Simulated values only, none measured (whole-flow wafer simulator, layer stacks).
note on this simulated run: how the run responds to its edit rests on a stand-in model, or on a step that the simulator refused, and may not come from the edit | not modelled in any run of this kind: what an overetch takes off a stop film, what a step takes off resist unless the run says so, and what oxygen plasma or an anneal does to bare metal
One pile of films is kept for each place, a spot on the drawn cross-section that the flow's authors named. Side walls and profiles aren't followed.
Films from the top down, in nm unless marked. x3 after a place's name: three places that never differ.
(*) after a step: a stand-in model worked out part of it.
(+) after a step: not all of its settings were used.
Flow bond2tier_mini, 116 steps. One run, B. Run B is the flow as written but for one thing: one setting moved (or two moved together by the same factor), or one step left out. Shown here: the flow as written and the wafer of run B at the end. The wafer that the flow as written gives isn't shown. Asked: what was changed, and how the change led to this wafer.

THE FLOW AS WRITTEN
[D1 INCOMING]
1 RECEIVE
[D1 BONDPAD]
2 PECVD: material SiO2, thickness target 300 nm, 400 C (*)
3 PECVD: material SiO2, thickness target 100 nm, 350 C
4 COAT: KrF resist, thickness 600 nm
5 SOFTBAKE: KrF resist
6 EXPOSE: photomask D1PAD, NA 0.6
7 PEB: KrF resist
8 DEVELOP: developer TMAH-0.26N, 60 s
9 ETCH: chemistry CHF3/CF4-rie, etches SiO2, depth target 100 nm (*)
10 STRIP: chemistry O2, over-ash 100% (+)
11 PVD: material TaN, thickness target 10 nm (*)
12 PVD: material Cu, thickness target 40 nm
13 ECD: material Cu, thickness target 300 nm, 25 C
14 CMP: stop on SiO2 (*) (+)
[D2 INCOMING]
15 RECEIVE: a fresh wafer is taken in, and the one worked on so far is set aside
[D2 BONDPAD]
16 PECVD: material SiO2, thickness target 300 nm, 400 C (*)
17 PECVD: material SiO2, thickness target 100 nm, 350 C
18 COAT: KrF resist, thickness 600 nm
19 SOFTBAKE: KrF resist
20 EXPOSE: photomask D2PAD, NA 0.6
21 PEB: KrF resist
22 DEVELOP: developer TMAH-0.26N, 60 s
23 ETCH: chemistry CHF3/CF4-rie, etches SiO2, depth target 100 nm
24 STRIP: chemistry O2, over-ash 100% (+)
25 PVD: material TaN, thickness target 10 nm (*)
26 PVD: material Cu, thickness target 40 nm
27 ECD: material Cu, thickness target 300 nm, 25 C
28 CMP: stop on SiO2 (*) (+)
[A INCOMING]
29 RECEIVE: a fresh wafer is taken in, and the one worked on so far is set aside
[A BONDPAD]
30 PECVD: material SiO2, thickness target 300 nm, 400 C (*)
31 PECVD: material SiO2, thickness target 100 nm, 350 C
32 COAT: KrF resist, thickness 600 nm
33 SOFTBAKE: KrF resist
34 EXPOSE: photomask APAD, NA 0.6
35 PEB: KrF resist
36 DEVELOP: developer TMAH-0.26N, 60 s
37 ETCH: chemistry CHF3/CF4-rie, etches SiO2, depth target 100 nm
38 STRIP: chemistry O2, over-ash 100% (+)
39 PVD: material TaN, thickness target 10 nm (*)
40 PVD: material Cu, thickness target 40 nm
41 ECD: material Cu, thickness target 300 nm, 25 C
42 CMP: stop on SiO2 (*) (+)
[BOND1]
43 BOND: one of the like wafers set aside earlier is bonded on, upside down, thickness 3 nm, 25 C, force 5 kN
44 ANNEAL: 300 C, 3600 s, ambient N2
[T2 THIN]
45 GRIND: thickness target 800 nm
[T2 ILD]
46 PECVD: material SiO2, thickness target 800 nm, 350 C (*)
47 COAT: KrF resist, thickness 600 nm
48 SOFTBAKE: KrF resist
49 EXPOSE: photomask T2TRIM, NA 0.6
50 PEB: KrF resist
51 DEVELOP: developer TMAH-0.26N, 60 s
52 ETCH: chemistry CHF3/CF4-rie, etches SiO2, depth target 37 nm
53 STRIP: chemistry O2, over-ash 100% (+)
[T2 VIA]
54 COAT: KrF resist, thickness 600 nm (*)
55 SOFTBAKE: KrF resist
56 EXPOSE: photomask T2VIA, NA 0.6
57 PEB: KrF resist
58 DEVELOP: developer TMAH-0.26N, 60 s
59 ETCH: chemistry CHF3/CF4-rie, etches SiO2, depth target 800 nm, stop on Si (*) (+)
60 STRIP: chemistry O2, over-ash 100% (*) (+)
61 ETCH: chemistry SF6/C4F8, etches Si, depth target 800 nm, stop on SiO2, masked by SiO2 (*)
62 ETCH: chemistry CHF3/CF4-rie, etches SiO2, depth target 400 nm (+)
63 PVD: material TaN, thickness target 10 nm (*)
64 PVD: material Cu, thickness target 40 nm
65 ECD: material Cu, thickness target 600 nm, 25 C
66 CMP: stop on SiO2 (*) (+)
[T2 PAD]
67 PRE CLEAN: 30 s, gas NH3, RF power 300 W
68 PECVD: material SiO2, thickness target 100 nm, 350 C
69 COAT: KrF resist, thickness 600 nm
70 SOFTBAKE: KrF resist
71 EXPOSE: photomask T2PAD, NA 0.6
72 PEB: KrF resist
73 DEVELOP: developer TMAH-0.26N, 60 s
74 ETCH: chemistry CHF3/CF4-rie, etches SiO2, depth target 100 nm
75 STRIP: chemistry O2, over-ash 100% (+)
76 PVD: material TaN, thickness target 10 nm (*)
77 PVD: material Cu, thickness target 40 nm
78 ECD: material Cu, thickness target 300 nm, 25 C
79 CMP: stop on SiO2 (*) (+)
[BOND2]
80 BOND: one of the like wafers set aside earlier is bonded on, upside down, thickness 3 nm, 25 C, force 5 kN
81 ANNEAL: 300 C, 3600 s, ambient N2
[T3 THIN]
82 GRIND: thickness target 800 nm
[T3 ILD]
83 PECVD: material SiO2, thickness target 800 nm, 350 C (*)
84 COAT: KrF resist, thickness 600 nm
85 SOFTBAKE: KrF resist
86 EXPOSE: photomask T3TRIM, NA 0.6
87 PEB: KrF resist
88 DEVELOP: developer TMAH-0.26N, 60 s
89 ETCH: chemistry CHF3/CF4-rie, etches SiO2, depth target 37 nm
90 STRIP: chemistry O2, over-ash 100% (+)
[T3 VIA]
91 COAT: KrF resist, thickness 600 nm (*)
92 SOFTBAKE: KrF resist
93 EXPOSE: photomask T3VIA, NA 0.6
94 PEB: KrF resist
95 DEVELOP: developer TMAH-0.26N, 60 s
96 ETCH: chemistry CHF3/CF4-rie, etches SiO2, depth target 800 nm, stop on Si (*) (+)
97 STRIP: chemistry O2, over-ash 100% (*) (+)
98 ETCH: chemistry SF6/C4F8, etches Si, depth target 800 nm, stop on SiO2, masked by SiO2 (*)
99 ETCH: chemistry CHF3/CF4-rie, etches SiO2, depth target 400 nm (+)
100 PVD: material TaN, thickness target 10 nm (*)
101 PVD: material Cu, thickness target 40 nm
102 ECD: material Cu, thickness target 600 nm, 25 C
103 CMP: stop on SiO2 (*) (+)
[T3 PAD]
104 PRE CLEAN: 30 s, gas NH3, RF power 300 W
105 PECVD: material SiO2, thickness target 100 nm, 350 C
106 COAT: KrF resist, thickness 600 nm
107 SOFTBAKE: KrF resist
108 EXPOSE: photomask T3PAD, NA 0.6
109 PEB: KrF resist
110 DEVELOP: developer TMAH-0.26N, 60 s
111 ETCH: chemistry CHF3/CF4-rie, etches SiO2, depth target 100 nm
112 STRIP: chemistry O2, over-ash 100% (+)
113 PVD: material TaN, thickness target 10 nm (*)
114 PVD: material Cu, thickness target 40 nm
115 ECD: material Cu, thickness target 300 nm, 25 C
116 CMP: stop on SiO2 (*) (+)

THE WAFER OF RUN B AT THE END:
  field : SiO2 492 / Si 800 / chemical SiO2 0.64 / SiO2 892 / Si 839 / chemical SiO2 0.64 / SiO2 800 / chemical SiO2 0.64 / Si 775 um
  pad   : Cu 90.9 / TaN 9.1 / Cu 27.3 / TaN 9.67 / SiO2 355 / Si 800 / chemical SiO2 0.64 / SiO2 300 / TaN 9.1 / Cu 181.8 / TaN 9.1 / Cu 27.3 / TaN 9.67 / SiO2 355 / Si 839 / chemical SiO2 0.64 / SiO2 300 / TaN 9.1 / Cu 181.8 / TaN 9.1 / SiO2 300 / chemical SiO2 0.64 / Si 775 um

The cause: step 45, GRIND: thickness target 839 nm was run, where the flow has thickness target 800 nm.
It can be read off the wafer: field has Si 839, and step 45 as written asks for 800 nm.

How the change led to this, step by step:
  45 GRIND: thickness target 800 nm
      field, pad, via: Si -774.16 um (as written it would be: Si -774.2 um)
